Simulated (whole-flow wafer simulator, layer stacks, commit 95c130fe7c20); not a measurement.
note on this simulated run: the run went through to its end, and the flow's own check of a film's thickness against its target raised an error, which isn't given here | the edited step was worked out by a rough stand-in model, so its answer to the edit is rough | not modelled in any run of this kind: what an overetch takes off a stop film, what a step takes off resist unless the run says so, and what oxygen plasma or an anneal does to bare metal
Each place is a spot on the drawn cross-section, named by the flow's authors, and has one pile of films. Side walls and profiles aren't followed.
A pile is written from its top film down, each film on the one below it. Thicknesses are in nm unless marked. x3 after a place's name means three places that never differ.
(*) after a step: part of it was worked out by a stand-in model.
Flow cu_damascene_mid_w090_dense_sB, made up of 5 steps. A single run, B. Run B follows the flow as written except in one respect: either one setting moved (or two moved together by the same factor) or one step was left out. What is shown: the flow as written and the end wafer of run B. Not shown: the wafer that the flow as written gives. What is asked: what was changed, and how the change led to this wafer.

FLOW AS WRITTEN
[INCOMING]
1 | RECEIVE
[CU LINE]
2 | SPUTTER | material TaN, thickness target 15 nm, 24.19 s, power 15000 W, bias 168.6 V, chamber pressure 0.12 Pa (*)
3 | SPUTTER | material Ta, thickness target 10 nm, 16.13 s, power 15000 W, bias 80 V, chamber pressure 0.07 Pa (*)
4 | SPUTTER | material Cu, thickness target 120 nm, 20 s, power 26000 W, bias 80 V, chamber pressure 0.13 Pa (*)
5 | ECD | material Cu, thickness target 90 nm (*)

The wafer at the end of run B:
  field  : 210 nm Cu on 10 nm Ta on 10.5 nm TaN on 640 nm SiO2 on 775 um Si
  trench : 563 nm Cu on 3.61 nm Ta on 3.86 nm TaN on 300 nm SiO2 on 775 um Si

The reason: step 2, SPUTTER: thickness target 10.5 nm was run, though the flow has thickness target 15 nm; step 2, SPUTTER: 16.93 s was run, where the flow has 24.19 s.
The wafer itself shows it: field has TaN 10.5, and step 2 as written asks for 15 nm.

The path from the change to this, step by step:
  2 | SPUTTER | material TaN, thickness target 15 nm, 24.19 s, power 15000 W, bias 168.6 V, chamber pressure 0.12 Pa (*)
      field: TaN gains 10.5 (new film) (in the flow as written it would be: TaN gains 15 (new film))
      trench: TaN gains 3.86 (new film) (in the flow as written it would be: TaN gains 5.51 (new film))
